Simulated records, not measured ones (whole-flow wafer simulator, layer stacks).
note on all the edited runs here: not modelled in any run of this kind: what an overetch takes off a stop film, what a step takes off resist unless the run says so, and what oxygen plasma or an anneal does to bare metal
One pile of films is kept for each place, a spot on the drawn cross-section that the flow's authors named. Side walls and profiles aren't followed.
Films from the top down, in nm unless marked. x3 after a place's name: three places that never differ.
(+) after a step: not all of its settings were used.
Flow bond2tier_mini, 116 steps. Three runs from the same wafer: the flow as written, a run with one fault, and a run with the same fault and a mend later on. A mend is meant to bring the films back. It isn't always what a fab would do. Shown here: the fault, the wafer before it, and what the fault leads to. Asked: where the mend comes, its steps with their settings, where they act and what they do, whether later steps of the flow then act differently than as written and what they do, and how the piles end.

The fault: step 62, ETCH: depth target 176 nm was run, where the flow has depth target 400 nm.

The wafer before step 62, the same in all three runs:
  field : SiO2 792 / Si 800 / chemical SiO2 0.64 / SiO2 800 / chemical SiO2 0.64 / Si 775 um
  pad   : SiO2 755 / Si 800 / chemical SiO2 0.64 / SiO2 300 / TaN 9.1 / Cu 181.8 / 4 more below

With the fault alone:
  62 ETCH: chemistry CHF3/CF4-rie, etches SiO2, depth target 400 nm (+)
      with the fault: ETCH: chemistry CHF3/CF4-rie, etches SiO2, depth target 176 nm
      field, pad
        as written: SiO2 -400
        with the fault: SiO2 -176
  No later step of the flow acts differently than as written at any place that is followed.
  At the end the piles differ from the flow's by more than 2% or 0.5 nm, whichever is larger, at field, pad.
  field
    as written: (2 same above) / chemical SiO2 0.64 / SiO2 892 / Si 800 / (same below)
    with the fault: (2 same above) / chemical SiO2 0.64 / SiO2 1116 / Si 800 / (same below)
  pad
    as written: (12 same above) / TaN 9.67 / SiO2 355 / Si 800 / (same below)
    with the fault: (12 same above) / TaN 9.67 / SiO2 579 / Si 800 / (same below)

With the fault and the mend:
  The mend comes after step 62.
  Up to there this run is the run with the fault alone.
  62a ETCH: chemistry CHF3/CF4-rie, etches SiO2, depth target 224 nm (+) (the flow's step 62 once more, with other settings)
      field, pad
        SiO2 -224
  No later step of the flow acts differently than as written at any place that is followed.
  At the end the piles are the same as the flow's at every place that both follow.
